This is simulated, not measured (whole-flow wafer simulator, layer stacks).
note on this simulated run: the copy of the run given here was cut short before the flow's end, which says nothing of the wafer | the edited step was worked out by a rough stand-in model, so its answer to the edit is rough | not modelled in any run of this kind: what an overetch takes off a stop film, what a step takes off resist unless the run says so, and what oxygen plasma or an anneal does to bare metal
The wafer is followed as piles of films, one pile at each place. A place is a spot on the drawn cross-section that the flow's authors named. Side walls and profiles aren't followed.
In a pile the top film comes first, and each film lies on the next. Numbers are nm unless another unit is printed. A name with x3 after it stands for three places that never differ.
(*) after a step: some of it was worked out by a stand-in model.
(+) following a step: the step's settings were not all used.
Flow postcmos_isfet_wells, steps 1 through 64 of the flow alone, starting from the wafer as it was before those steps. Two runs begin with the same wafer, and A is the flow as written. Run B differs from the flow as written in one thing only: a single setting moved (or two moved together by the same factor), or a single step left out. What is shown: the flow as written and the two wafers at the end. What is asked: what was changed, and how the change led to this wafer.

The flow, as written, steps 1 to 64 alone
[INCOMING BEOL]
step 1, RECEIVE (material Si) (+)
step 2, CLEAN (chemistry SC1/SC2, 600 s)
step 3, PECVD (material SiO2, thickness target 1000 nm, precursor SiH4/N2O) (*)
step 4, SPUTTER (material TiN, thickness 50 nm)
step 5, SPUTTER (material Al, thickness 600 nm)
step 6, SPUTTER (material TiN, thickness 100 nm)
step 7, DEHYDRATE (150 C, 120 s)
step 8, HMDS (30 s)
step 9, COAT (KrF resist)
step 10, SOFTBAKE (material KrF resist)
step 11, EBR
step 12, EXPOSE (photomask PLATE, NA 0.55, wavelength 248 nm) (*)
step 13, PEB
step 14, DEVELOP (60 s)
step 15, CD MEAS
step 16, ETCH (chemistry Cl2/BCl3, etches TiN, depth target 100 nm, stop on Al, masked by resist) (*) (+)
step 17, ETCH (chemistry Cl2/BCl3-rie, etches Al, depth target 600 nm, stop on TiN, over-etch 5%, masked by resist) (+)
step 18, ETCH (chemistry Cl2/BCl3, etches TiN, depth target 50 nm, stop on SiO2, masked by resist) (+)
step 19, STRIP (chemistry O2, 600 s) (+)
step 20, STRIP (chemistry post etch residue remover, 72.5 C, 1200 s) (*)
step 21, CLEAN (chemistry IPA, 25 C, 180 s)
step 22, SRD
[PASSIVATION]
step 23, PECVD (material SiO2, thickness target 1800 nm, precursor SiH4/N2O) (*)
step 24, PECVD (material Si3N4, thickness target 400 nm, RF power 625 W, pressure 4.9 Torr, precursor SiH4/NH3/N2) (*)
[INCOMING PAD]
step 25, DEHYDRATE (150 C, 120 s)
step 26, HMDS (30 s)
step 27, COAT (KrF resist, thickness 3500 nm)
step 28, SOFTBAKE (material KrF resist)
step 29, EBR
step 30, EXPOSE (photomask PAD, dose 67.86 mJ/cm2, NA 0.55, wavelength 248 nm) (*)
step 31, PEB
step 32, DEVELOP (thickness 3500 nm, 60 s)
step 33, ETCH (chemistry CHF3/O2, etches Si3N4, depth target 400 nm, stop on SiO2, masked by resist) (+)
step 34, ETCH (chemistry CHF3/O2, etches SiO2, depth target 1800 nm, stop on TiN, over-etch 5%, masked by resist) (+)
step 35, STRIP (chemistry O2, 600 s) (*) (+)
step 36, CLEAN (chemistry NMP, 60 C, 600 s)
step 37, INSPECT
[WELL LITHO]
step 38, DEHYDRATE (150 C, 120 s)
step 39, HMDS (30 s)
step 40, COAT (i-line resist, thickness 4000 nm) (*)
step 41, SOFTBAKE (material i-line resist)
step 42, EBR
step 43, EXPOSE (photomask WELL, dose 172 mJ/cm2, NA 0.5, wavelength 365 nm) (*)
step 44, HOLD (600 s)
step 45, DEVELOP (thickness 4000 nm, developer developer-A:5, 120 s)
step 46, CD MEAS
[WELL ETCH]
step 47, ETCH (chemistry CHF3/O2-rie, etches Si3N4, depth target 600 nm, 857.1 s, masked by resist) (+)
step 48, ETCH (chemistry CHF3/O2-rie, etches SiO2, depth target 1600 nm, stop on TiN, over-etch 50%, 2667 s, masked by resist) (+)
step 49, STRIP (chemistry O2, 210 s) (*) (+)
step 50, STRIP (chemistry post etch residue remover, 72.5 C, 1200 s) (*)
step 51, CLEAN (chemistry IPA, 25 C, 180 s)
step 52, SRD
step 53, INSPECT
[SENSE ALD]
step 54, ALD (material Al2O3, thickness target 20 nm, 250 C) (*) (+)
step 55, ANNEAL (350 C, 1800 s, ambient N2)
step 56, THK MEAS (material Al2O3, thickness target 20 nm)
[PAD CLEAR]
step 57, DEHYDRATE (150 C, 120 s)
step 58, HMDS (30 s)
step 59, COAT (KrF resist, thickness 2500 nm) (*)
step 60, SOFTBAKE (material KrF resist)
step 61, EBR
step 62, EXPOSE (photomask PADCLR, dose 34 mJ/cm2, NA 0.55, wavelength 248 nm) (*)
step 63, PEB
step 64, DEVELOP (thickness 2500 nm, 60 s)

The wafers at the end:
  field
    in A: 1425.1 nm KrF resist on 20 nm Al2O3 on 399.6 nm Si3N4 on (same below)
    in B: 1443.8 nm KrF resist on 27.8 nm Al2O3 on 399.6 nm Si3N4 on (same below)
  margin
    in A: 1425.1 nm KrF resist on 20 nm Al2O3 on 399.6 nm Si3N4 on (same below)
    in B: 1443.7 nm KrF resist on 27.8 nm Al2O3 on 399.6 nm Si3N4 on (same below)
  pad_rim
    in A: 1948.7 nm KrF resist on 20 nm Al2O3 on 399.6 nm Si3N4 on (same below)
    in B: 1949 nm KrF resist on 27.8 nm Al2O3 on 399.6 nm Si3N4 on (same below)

Cause: step 54, ALD: thickness target 27.8 nm was run, while the flow as written has thickness target 20 nm.
The wafer itself shows it: field has Al2O3 27.8, and step 54 as written asks for 20 nm.

How this came from the change, step by step:
  step 54, ALD (material Al2O3, thickness target 20 nm, 250 C) (*) (+)
      field, margin, well900, well1300 x3, pad_rim, pad_clr, pad_open: A +20 Al2O3 (new film) | B +27.8 Al2O3 (new film)
